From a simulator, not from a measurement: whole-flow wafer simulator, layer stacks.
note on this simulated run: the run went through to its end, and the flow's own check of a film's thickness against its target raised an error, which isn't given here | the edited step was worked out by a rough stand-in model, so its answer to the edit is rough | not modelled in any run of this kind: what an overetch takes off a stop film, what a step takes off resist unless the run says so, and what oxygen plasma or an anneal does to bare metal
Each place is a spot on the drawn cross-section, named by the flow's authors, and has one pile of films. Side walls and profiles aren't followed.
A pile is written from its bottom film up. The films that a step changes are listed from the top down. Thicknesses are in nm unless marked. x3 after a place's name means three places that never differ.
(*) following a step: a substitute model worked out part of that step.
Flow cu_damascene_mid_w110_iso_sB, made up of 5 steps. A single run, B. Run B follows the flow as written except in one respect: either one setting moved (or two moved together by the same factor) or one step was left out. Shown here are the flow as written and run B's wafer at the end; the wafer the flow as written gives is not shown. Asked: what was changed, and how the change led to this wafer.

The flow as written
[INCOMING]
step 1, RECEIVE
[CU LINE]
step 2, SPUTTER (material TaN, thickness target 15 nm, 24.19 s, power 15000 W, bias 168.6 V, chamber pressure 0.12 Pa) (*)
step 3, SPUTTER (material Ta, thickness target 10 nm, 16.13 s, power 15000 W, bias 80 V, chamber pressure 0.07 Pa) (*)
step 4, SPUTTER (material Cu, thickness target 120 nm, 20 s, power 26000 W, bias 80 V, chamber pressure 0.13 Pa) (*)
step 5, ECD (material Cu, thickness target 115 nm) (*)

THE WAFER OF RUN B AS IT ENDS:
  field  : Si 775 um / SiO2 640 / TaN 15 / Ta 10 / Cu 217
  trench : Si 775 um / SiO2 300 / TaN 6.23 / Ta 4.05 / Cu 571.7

What caused this: step 4, SPUTTER: thickness target 102 nm was run, whereas the flow has thickness target 120 nm; step 4, SPUTTER: 17 s was run, where the flow has 20 s.

How this came from the change, step by step:
  step 4, SPUTTER (material Cu, thickness target 120 nm, 20 s, power 26000 W, bias 80 V, chamber pressure 0.13 Pa) (*)
      field: +102 Cu (new film) (in the flow as written it would be: +120 Cu (new film))
      trench: +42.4 Cu (new film) (in the flow as written it would be: +49.9 Cu (new film))
